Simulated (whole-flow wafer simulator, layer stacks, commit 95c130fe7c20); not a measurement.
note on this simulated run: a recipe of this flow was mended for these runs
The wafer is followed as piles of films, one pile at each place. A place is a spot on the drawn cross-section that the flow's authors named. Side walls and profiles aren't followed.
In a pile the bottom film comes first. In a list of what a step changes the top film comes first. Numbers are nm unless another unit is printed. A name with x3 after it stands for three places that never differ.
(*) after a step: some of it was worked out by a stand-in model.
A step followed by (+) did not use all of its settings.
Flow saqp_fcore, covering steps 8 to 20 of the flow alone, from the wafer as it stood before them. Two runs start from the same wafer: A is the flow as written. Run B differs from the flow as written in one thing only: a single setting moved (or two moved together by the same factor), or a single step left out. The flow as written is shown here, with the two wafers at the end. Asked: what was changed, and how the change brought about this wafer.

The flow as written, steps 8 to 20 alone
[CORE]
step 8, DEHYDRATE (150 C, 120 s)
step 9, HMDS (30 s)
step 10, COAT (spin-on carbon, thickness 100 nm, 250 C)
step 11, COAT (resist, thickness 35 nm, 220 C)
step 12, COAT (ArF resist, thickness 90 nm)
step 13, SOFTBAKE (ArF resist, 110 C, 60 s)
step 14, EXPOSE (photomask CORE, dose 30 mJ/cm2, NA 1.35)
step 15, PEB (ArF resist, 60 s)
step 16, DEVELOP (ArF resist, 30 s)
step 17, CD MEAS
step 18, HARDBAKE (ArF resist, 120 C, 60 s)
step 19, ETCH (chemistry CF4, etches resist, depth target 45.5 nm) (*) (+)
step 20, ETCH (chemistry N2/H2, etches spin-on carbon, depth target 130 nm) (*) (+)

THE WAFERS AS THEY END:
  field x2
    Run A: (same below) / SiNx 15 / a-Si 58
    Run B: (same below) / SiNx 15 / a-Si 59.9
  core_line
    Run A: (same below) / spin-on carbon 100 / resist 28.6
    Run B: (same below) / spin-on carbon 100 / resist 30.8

What caused this: step 20, ETCH: depth target 95.8 nm was run, whereas the flow has depth target 130 nm.

Step by step, how the change led to this:
  step 20, ETCH (chemistry N2/H2, etches spin-on carbon, depth target 130 nm) (*) (+)
      field x2: A spin-on carbon loses 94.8 (all of it), a-Si loses 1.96 | B spin-on carbon loses 94.8 (all of it), a-Si loses 0.06
      core_line: A ArF resist loses 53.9 (all of it), resist loses 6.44 | B ArF resist loses 53.9 (all of it), resist loses 4.16
